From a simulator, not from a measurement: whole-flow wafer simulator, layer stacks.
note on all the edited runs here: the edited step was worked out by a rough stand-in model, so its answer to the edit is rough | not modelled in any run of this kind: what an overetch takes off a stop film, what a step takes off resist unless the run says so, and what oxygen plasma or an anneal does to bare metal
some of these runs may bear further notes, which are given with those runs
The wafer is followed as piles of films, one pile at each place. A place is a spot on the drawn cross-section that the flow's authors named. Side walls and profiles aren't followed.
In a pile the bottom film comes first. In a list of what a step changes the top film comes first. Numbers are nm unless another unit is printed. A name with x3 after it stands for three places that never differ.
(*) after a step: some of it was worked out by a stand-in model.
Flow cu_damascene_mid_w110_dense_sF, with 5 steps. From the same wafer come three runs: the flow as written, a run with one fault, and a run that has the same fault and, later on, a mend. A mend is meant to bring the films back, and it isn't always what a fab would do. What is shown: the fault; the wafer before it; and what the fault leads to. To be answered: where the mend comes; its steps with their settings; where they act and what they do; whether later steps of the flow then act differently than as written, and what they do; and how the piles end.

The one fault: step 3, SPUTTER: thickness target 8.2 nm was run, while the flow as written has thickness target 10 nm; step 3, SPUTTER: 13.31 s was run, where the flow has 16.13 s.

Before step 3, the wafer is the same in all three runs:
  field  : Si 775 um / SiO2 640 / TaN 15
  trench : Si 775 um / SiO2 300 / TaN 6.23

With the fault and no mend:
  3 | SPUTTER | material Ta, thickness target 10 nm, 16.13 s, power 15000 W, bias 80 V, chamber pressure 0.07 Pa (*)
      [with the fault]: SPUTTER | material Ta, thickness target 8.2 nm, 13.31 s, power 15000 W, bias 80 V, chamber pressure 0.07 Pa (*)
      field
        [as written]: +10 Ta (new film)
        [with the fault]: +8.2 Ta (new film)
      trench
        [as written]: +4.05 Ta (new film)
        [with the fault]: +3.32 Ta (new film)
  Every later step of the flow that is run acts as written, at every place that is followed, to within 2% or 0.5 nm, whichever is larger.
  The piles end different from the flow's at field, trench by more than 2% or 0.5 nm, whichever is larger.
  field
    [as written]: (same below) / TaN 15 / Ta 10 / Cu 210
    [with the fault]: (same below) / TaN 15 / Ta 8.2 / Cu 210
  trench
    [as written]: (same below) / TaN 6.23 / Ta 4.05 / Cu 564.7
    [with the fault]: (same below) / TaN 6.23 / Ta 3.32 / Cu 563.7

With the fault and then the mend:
  The mend stands after step 3.
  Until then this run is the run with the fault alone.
  3a | SPUTTER | material Ta, thickness target 1.8 nm, 2.903 s, power 15000 W, bias 80 V, chamber pressure 0.07 Pa (*) (the flow's step 3 again, with other settings)
      field
        +1.8 Ta
      trench
        +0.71 Ta
  Every later step of the flow that is run acts as written, at every place that is followed, to within 2% or 0.5 nm, whichever is larger.
  At the end the piles are close to the flow's at the places that both follow, differing by at most 2% or 0.5 nm, whichever is larger.
